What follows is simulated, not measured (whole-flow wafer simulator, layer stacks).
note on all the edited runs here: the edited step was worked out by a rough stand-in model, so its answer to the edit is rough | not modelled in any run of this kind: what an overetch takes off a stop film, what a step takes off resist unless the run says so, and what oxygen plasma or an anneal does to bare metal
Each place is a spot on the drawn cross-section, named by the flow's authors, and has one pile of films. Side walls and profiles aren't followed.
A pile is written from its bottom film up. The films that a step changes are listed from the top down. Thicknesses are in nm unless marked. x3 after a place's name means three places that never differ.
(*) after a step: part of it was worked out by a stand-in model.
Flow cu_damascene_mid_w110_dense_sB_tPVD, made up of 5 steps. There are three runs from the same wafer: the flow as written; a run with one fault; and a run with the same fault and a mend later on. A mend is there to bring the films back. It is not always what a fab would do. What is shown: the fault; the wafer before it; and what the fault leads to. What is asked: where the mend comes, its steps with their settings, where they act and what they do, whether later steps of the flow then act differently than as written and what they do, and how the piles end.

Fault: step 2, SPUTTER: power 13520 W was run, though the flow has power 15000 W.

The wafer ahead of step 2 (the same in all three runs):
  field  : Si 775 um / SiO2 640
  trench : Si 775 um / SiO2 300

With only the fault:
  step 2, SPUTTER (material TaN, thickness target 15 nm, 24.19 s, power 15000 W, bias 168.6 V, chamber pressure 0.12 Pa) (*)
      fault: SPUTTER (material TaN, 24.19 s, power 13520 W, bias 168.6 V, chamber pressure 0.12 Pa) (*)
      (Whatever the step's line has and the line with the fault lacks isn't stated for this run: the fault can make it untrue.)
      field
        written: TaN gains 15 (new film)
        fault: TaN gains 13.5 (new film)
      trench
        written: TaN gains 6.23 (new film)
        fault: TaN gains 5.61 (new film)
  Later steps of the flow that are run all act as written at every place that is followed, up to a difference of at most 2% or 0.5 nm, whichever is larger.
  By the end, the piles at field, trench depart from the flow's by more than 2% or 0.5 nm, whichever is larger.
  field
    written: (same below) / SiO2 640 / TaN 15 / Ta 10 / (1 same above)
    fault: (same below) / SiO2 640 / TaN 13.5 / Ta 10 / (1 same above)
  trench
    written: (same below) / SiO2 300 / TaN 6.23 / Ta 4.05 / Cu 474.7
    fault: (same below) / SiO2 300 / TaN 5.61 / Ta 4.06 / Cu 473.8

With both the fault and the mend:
  After step 2 comes the mend.
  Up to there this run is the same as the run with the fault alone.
  step 2a, SPUTTER (material TaN, thickness target 1.482 nm, 2.391 s, power 15000 W, bias 168.6 V, chamber pressure 0.12 Pa) (*) (a further turn of the flow's step 2, with different settings)
      field
        TaN gains 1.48
      trench
        TaN gains 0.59
  Later steps of the flow that are run all act as written at every place that is followed, up to a difference of at most 2% or 0.5 nm, whichever is larger.
  The piles end only slightly different from the flow's at the places that both follow, by no more than 2% or 0.5 nm, whichever is larger.
